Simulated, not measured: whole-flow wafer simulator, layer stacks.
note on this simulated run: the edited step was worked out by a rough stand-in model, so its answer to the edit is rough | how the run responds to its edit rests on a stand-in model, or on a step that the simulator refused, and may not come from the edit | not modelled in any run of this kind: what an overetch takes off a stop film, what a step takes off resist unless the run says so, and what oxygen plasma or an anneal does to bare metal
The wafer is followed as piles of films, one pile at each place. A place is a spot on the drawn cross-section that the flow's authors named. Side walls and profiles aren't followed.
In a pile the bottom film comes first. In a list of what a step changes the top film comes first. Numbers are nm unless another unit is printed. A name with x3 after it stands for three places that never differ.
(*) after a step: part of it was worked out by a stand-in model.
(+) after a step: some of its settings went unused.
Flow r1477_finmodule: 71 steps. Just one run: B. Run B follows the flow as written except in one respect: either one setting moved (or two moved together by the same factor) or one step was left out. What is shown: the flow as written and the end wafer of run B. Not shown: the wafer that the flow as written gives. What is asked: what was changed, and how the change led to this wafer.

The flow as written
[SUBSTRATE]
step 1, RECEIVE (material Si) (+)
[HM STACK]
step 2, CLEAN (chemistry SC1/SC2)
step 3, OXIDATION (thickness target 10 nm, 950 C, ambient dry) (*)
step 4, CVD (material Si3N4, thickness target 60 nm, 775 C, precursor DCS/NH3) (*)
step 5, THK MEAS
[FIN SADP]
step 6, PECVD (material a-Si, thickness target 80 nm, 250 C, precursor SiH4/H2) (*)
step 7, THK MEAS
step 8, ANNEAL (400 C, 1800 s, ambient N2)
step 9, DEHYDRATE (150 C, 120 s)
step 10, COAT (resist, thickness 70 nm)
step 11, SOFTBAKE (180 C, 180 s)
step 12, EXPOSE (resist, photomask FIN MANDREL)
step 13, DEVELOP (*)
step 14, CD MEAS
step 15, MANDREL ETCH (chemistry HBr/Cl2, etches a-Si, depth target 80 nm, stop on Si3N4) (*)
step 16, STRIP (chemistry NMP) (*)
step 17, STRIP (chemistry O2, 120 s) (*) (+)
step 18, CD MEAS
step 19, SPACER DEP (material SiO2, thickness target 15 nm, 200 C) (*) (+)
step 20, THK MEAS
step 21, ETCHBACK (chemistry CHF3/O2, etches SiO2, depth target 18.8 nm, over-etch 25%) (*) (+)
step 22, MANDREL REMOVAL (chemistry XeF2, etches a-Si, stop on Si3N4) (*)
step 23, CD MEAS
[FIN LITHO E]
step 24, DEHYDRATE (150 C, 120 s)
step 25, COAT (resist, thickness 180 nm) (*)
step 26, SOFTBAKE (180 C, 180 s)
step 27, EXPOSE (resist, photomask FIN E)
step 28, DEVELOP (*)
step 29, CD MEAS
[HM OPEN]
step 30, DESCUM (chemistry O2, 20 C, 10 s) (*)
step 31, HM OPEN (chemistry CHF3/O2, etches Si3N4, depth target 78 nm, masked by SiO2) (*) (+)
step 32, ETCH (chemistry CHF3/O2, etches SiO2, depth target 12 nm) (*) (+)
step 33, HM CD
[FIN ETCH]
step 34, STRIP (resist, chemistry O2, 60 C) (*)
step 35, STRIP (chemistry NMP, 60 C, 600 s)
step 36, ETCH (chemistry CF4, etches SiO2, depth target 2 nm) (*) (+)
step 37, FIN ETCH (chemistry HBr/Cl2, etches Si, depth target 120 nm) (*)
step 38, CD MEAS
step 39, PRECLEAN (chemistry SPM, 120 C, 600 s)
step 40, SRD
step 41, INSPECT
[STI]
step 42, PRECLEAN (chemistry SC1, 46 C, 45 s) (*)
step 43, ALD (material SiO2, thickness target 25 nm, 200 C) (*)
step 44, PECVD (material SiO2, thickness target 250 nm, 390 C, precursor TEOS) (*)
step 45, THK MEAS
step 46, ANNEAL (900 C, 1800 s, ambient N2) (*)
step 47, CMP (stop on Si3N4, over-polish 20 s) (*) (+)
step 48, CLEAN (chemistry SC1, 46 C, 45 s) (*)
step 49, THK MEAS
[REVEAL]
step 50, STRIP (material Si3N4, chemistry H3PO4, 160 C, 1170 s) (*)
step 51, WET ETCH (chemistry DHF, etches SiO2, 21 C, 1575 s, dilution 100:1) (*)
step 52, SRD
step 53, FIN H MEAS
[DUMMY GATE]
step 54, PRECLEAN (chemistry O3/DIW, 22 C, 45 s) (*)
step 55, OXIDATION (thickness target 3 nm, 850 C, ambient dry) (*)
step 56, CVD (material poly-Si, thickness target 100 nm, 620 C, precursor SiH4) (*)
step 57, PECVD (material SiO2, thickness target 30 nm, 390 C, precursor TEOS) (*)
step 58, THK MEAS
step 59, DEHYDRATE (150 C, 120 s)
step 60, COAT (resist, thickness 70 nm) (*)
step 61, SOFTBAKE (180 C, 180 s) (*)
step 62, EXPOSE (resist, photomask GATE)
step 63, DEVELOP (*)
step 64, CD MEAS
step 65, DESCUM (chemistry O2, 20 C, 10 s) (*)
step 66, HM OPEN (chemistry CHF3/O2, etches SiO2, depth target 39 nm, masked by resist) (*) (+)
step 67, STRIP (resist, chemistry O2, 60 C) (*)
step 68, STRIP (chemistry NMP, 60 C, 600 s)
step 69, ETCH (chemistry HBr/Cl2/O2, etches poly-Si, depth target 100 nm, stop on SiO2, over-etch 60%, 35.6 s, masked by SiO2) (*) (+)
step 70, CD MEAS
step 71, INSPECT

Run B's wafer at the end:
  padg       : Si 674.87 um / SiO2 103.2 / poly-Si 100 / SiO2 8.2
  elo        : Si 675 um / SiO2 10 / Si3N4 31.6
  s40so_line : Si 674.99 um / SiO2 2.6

What caused this: step 57, PECVD: thickness target 13.5 nm was run, though the flow has thickness target 30 nm.

How this came from the change, step by step:
  step 57, PECVD (material SiO2, thickness target 30 nm, 390 C, precursor TEOS) (*)
      pad, padg, elg and 33 more: SiO2 gains 13.5 (new film) (in the flow as written it would be: SiO2 gains 30 (new film))
  step 66, HM OPEN (chemistry CHF3/O2, etches SiO2, depth target 39 nm, masked by resist) (*) (+)
      pad, elo, eso and 15 more: SiO2 loses 13.5 (all of it), poly-Si loses 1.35 (in the flow as written it would be: SiO2 loses 30 (all of it), poly-Si loses 1.8)
      padg, elg, esg and 15 more: resist loses 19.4 (in the flow as written it would be: resist loses 37.4)
  step 67, STRIP (resist, chemistry O2, 60 C) (*)
      padg, elg, esg: resist loses 33.9 (all of it) (in the flow as written it would be: resist loses 15.9 (all of it))
      e40lg, e100lg, e200lg: resist loses 30.7 (all of it) (in the flow as written it would be: resist loses 12.8 (all of it))
      (also at 12 further places)
